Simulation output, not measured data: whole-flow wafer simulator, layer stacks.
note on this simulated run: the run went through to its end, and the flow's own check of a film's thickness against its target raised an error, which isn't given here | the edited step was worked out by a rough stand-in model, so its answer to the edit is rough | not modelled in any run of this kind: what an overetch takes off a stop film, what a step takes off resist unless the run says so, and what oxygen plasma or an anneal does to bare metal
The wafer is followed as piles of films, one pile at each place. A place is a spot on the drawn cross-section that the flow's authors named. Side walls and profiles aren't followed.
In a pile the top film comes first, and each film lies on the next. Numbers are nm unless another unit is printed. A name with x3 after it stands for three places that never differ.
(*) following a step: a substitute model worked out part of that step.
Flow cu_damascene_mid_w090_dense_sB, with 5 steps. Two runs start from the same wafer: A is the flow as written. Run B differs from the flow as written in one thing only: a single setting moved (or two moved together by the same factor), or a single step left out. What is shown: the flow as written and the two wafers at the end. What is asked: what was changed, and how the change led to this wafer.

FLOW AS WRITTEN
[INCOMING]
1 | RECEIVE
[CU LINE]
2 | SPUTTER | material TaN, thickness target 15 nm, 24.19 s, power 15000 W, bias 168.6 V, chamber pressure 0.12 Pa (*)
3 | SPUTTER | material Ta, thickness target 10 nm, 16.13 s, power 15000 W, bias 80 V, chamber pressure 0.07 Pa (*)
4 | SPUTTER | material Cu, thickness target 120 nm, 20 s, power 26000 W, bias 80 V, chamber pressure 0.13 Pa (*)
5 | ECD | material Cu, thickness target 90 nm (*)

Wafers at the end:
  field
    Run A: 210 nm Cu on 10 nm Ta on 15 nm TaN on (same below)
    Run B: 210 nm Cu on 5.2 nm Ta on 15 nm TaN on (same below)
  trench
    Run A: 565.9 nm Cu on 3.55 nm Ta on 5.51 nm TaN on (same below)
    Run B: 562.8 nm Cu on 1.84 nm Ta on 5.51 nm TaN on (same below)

The reason: step 3, SPUTTER: thickness target 5.2 nm was run, whereas the flow has thickness target 10 nm; step 3, SPUTTER: 8.47 s was run, where the flow has 16.13 s.
One can read it off the wafer: field has Ta 5.2, and step 3 as written asks for 10 nm.

Step by step, how the change led to this:
  3 | SPUTTER | material Ta, thickness target 10 nm, 16.13 s, power 15000 W, bias 80 V, chamber pressure 0.07 Pa (*)
      field: A Ta gains 10 (new film) | B Ta gains 5.2 (new film)
      trench: A Ta gains 3.55 (new film) | B Ta gains 1.84 (new film)
